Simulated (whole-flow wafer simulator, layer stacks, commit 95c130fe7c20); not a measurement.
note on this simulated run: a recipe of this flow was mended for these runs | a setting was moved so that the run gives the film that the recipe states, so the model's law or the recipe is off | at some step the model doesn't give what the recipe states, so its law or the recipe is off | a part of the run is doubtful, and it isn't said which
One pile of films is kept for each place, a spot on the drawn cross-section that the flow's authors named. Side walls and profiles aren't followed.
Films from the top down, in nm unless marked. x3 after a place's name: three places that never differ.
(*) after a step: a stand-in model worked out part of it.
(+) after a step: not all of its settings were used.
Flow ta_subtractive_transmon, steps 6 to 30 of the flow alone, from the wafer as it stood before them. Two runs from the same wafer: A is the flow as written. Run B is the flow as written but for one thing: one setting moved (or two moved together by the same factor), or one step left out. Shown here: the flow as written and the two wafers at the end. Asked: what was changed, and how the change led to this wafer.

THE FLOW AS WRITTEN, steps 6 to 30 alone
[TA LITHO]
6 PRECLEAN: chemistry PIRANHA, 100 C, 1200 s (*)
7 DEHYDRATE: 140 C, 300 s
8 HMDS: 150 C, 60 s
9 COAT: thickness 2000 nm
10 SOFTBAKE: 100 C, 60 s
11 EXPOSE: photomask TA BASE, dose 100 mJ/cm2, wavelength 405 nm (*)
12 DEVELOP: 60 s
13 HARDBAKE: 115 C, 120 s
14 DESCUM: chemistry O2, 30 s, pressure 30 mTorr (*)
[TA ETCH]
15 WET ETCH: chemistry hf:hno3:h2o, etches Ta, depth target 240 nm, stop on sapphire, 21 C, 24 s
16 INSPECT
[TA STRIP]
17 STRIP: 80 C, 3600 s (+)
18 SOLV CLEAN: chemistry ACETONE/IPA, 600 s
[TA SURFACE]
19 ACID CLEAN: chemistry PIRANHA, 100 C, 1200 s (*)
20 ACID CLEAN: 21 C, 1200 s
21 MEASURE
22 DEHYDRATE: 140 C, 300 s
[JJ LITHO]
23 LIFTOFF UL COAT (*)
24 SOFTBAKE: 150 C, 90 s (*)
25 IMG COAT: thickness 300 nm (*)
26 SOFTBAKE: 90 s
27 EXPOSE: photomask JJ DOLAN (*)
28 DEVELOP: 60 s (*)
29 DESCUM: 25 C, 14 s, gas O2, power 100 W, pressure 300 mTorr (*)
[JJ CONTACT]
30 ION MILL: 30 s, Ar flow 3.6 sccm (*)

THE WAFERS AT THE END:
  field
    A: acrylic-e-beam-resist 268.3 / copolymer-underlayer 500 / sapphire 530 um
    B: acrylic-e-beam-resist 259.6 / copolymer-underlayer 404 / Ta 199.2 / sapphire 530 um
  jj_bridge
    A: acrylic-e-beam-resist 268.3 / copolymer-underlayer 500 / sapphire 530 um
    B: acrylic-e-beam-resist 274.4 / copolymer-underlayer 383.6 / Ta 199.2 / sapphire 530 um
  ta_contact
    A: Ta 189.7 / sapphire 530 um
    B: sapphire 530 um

The cause: step 11, EXPOSE: photomask JJ DOLAN was run, where the flow has photomask TA BASE.

How the change led to this, step by step:
  12 DEVELOP: 60 s
      field, jj_bridge: A g/i-line-resist -2000 (all of it) | B g/i-line-resist -4.26
      ta_contact: A g/i-line-resist -4.26 | B g/i-line-resist -2000 (all of it)
  13 HARDBAKE: 115 C, 120 s
      field, jj_bridge: A nothing | B g/i-line-resist -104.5
      ta_contact: A g/i-line-resist -104.5 | B nothing
  14 DESCUM: chemistry O2, 30 s, pressure 30 mTorr (*)
      field, jj_bridge: A nothing | B g/i-line-resist -70.8
      ta_contact: A g/i-line-resist -70.8 | B nothing
  15 WET ETCH: chemistry hf:hno3:h2o, etches Ta, depth target 240 nm, stop on sapphire, 21 C, 24 s
      field, jj_bridge: A Ta -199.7 (all of it) | B nothing
      ta_contact: A nothing | B Ta -199.7 (all of it)
  17 STRIP: 80 C, 3600 s (+)
      field, jj_bridge: A nothing | B g/i-line-resist -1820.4 (all of it)
      ta_contact: A g/i-line-resist -1820.4 (all of it) | B nothing
  23 LIFTOFF UL COAT (*)
      field: A copolymer-underlayer +500 (new film) | B copolymer-underlayer +404 (new film)
      jj_line: A copolymer-underlayer +500 (new film) | B copolymer-underlayer +585.2 (new film)
      (and at 4 more places)
  25 IMG COAT: thickness 300 nm (*)
      field: A acrylic-e-beam-resist +300 (new film) | B acrylic-e-beam-resist +291.4 (new film)
      ta_contact: A acrylic-e-beam-resist +287.5 (new film) | B acrylic-e-beam-resist +313.9 (new film)
  28 DEVELOP: 60 s (*)
      jj_line: A acrylic-e-beam-resist -300 (all of it), copolymer-underlayer -500 (all of it) | B acrylic-e-beam-resist -305.3 (all of it), copolymer-underlayer -585.2 (all of it)
      lead: A acrylic-e-beam-resist -312.5 (all of it), copolymer-underlayer -554.7 (all of it) | B acrylic-e-beam-resist -315.3 (all of it), copolymer-underlayer -571.5 (all of it)
      (and at 1 more place)
  30 ION MILL: 30 s, Ar flow 3.6 sccm (*)
      ta_contact: A Ta -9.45 | B sapphire -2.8
Counting metal films that touch as one body, field has 1 body; the flow as written gives 0 bodies.
Counting metal films that touch as one body, jj_bridge has 1 body; the flow as written gives 0 bodies.
Counting metal films that touch as one body, ta_contact has 0 bodies; the flow as written gives 1 body.
